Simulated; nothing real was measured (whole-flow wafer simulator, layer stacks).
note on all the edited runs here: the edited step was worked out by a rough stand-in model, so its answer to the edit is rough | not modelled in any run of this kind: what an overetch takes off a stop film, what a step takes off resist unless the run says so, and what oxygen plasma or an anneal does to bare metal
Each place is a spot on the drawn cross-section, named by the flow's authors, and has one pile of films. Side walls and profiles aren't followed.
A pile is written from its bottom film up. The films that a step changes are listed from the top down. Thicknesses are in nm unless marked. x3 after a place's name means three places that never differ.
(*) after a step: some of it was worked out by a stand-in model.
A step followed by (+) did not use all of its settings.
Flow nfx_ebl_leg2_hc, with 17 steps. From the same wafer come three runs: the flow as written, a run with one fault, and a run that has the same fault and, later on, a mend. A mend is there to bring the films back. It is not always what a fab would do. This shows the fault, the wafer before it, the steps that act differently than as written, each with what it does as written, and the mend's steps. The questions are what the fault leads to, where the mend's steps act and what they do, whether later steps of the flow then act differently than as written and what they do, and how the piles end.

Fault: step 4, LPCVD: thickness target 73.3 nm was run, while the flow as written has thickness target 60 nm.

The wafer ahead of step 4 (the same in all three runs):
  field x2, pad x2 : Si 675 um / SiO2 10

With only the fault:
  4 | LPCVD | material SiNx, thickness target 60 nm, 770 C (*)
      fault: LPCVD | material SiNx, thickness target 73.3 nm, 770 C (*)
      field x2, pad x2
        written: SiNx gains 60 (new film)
        fault: SiNx gains 73.3 (new film)
  Steps later in the flow that act otherwise than as written:
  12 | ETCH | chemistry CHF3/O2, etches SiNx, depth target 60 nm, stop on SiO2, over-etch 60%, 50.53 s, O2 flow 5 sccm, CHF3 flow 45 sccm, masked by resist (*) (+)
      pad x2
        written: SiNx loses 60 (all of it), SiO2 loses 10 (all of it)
        fault: SiNx loses 73.3 (all of it), SiO2 loses 10 (all of it)
  The piles end different from the flow's at field x2 by more than 2% or 0.5 nm, whichever is larger.
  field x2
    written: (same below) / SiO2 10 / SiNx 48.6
    fault: (same below) / SiO2 10 / SiNx 61.9

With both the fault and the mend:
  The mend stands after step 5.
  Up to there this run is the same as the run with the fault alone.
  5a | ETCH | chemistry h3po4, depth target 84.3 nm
      field x2, pad x2
        SiNx loses 73.3 (all of it)
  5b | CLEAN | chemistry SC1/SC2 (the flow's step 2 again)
      alters no film at any place that is followed
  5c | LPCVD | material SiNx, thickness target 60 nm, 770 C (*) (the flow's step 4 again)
      field x2, pad x2
        SiNx gains 60 (new film)
  Later steps of the flow that are run all act as written at every place that is followed.
  The piles end the same as the flow's at every place that both follow.
